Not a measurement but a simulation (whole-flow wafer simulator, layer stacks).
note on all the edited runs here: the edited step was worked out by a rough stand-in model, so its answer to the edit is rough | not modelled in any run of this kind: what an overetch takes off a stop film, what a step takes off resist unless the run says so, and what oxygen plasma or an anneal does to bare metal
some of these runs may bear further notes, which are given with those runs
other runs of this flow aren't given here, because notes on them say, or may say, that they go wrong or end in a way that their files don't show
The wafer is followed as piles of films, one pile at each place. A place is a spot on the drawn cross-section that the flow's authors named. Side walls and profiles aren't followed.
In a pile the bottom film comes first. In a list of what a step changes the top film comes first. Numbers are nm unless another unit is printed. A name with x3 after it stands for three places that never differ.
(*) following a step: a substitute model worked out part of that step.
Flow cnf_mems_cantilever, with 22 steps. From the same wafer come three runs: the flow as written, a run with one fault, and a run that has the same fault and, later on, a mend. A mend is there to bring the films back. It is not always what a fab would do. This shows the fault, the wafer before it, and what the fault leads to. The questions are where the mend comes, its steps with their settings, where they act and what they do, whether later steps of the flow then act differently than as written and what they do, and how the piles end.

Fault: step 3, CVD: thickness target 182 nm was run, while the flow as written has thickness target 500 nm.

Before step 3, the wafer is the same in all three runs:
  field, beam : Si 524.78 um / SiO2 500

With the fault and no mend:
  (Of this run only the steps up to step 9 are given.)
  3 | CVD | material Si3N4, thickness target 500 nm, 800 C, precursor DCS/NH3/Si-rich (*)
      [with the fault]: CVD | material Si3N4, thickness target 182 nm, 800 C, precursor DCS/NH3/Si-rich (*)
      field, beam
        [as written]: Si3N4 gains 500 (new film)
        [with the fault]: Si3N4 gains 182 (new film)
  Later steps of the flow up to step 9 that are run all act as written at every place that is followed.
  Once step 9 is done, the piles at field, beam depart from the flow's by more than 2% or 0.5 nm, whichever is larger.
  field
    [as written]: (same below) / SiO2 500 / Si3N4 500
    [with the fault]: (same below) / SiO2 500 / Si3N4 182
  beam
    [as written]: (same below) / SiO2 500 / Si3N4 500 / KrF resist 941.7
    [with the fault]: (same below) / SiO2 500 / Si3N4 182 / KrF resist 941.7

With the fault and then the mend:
  After step 3 comes the mend.
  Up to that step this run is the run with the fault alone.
  3a | ETCH | chemistry h3po4, depth target 209.3 nm
      field, beam
        Si3N4 loses 182 (all of it)
  3b | CLEAN | chemistry SC1/SC2 (the flow's step 1 again)
      leaves every film unchanged at each place that is followed
  3c | CVD | material Si3N4, thickness target 500 nm, 800 C, precursor DCS/NH3/Si-rich (*) (the flow's step 3 again)
      field, beam
        Si3N4 gains 500 (new film)
  Later steps of the flow that are run all act as written at every place that is followed.
  The piles end the same as the flow's at every place that both follow.
